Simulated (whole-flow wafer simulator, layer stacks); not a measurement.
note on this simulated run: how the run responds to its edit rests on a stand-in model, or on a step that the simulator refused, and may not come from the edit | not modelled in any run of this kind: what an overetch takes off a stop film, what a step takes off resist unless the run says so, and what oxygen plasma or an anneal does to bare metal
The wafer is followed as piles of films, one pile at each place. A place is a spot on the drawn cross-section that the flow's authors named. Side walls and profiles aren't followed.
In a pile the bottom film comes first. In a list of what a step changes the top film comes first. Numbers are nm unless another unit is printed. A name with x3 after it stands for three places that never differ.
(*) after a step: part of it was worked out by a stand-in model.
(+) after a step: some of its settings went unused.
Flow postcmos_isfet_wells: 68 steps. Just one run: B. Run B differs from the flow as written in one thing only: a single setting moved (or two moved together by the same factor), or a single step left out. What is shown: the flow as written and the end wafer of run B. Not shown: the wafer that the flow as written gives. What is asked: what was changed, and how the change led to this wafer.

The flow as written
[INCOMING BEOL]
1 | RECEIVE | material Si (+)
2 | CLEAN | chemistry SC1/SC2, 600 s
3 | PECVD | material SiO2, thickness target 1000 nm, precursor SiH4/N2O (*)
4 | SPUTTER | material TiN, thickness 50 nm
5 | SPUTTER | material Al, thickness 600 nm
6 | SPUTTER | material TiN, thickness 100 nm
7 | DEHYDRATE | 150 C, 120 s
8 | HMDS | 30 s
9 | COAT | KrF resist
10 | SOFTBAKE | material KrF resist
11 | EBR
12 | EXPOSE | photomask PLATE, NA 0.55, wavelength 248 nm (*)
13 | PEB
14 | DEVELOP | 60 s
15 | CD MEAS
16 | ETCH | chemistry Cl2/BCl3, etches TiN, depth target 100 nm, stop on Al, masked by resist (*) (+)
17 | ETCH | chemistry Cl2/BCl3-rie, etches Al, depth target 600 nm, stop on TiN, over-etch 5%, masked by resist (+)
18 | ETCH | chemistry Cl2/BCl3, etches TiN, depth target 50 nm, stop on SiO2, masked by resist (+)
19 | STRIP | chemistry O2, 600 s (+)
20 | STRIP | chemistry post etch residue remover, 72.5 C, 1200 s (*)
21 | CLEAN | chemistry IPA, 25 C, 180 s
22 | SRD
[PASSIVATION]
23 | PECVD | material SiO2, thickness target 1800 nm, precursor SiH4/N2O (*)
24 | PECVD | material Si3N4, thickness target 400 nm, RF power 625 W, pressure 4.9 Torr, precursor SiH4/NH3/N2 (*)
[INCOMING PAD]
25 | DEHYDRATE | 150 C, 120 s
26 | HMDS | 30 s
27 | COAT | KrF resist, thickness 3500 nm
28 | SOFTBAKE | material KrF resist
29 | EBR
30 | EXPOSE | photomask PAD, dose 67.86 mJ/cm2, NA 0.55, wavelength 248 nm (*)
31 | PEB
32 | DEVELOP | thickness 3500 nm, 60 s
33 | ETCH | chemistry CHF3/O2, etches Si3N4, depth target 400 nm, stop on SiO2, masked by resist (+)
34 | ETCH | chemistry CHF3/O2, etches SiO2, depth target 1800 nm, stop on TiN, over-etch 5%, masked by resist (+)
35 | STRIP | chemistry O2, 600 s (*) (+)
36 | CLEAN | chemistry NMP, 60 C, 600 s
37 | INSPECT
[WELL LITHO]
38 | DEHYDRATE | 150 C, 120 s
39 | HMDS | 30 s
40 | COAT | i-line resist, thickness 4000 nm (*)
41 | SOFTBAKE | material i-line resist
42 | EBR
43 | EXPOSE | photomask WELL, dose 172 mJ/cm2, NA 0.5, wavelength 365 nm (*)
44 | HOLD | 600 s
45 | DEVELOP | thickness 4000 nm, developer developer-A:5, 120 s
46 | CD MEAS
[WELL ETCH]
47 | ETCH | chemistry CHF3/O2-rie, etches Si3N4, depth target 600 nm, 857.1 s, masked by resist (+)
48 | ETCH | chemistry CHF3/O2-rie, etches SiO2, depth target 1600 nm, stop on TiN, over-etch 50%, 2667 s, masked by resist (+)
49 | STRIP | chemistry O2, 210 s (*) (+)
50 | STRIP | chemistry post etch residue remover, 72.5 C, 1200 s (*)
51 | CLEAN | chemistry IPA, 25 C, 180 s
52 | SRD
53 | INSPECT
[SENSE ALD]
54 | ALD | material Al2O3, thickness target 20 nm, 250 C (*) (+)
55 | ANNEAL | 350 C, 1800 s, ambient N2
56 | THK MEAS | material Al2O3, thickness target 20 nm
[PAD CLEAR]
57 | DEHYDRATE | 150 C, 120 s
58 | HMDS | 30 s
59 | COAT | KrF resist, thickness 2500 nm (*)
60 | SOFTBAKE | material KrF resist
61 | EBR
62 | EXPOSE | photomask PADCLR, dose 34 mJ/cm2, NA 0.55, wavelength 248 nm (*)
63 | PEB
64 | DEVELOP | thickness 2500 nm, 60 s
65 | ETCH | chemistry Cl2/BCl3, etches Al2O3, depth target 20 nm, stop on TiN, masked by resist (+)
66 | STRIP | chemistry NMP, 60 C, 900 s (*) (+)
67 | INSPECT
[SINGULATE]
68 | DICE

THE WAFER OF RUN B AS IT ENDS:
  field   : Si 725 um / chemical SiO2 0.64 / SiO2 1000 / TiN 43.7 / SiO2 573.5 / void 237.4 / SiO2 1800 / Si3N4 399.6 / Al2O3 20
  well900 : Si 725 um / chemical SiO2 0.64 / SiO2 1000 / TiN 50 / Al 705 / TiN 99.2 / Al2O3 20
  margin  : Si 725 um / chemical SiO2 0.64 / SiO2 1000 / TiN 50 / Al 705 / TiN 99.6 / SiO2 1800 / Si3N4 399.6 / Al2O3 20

The reason: step 5, SPUTTER: thickness 705 nm was run, while the flow as written has thickness 600 nm.
The wafer itself shows it: well900 has Al 705, and step 5 as written asks for 600 nm.

The path from the change to this, step by step:
  5 | SPUTTER | material Al, thickness 600 nm
      field, margin, well900, well1300 x3, pad_rim, pad_clr, pad_open: +705 Al (new film) (as written it would have been: +600 Al (new film))
  17 | ETCH | chemistry Cl2/BCl3-rie, etches Al, depth target 600 nm, stop on TiN, over-etch 5%, masked by resist (+)
      field: -600 Al (as written it would have been: -600 Al (all of it))
  18 | ETCH | chemistry Cl2/BCl3, etches TiN, depth target 50 nm, stop on SiO2, masked by resist (+)
      field: -105 Al (all of it), -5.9 TiN (as written it would have been: -50 TiN (all of it))
  23 | PECVD | material SiO2, thickness target 1800 nm, precursor SiH4/N2O (*)
      field: +1800 SiO2 (new film), +237.4 void (new film), +573.5 SiO2 (new film) (as written it would have been: +1800 SiO2 (new film), +189.9 void (new film), +559.7 SiO2)
Taking metal films that touch as one body, field has 1 body; the flow as written gives 0 bodies.
